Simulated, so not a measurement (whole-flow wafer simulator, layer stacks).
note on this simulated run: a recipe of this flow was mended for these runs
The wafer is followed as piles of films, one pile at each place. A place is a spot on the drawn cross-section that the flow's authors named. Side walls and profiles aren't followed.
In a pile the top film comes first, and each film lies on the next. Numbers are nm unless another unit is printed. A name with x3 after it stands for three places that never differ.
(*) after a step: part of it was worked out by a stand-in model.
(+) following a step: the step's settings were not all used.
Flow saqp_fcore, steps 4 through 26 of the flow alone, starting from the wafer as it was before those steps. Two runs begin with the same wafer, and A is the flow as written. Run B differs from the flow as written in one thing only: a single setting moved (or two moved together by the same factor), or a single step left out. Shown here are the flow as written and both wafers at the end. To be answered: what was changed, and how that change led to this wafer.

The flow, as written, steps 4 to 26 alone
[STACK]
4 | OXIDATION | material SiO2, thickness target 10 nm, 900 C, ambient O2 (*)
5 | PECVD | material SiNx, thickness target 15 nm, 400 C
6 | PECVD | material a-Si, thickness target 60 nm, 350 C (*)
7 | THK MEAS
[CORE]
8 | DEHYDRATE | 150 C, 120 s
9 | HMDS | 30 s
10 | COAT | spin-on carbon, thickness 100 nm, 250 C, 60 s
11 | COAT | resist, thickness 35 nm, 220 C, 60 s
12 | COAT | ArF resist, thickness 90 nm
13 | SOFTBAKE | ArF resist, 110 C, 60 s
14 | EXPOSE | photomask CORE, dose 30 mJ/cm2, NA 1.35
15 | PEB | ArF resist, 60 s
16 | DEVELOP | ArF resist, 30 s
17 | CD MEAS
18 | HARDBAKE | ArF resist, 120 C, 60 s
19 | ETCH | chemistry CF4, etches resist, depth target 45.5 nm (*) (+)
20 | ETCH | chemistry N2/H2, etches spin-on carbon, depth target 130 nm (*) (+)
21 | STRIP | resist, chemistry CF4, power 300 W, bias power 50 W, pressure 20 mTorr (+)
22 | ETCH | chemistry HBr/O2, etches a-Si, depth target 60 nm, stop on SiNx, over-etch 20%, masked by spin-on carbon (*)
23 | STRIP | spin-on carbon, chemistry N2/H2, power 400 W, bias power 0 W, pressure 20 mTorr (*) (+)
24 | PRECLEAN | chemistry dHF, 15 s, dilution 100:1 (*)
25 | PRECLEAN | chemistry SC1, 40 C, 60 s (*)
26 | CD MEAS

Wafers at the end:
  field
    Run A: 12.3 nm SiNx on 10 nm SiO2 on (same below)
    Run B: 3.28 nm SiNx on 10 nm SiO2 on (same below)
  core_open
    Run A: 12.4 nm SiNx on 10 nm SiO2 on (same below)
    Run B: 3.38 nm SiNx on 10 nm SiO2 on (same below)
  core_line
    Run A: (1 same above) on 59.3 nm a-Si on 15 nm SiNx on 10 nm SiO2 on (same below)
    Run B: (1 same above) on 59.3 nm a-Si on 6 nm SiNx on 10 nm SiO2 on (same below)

Cause: step 5, PECVD: thickness target 6 nm was run, whereas the flow has thickness target 15 nm.
The wafer itself shows it: core_line has SiNx 6, and step 5 as written asks for 15 nm.

Step by step, how the change led to this:
  5 | PECVD | material SiNx, thickness target 15 nm, 400 C
      field, core_open, core_line: A +15 SiNx (new film) | B +6 SiNx (new film)
